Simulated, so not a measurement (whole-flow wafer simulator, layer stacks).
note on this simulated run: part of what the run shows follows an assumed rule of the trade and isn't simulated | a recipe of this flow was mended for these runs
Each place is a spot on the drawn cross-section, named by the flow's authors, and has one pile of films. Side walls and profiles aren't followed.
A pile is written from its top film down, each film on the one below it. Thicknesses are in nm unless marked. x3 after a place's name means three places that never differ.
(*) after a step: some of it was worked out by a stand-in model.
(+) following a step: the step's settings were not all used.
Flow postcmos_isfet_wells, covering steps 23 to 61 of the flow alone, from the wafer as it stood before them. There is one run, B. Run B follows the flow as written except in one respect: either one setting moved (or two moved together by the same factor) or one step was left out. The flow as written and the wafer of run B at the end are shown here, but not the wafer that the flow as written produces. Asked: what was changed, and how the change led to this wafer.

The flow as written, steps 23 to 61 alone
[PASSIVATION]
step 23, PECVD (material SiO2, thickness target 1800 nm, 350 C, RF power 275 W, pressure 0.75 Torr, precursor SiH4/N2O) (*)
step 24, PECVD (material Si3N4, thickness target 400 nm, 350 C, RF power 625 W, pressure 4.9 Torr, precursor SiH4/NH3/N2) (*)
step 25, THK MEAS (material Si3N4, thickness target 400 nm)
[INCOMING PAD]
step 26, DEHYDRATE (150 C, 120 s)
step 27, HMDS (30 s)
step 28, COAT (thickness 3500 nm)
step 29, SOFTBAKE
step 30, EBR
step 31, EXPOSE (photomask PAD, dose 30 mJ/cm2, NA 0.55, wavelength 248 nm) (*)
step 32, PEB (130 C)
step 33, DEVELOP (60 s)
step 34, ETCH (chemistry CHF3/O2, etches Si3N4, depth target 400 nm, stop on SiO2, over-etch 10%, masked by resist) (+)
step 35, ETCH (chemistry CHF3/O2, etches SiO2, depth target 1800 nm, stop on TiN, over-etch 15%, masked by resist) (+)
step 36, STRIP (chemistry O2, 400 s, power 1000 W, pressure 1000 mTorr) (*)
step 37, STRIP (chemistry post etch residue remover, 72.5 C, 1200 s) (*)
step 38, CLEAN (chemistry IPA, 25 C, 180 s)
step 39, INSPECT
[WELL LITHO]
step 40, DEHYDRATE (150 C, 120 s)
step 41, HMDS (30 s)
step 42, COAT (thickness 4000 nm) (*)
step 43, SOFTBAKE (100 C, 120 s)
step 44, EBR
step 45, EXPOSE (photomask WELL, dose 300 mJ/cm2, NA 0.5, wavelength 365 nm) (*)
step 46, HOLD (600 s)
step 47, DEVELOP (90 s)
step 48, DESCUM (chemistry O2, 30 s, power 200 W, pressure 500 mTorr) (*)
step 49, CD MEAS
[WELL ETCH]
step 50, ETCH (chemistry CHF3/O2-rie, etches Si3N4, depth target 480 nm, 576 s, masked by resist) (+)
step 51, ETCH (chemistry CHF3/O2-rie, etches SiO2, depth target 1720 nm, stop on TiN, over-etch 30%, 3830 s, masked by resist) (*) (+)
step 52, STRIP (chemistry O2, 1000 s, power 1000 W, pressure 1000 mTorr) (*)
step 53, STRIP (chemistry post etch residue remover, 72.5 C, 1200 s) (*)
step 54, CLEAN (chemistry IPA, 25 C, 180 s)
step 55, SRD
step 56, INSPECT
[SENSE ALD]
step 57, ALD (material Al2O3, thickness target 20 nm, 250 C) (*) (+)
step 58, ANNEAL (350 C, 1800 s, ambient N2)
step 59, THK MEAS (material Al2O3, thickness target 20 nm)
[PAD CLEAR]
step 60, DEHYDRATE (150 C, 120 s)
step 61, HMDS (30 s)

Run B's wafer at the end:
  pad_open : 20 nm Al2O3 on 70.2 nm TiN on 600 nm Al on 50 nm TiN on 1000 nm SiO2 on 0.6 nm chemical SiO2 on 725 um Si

Cause: step 34, ETCH: depth target 496 nm was run, whereas the flow has depth target 400 nm.

Step by step, how the change led to this:
  step 34, ETCH (chemistry CHF3/O2, etches Si3N4, depth target 400 nm, stop on SiO2, over-etch 10%, masked by resist) (+)
      field, margin x2, well900 x4, pad_clr: thick-KrF-resist loses 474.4 (it would be, as written: thick-KrF-resist loses 382.6)
      pad_open: Si3N4 loses 400 (all of it), SiO2 loses 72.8 (it would be, as written: Si3N4 loses 400 (all of it), SiO2 loses 20)
  step 35, ETCH (chemistry CHF3/O2, etches SiO2, depth target 1800 nm, stop on TiN, over-etch 15%, masked by resist) (+)
      field, margin x2, well900 x4, pad_clr: thick-KrF-resist loses 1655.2 (it would be, as written: thick-KrF-resist loses 1705.8)
      pad_open: SiO2 loses 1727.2 (all of it), TiN loses 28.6 (it would be, as written: SiO2 loses 1780 (all of it), TiN loses 24.2)
  step 36, STRIP (chemistry O2, 400 s, power 1000 W, pressure 1000 mTorr) (*)
      field, margin x2, well900 x4, pad_clr: thick-KrF-resist loses 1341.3 (all of it) (it would be, as written: thick-KrF-resist loses 1382.5 (all of it))
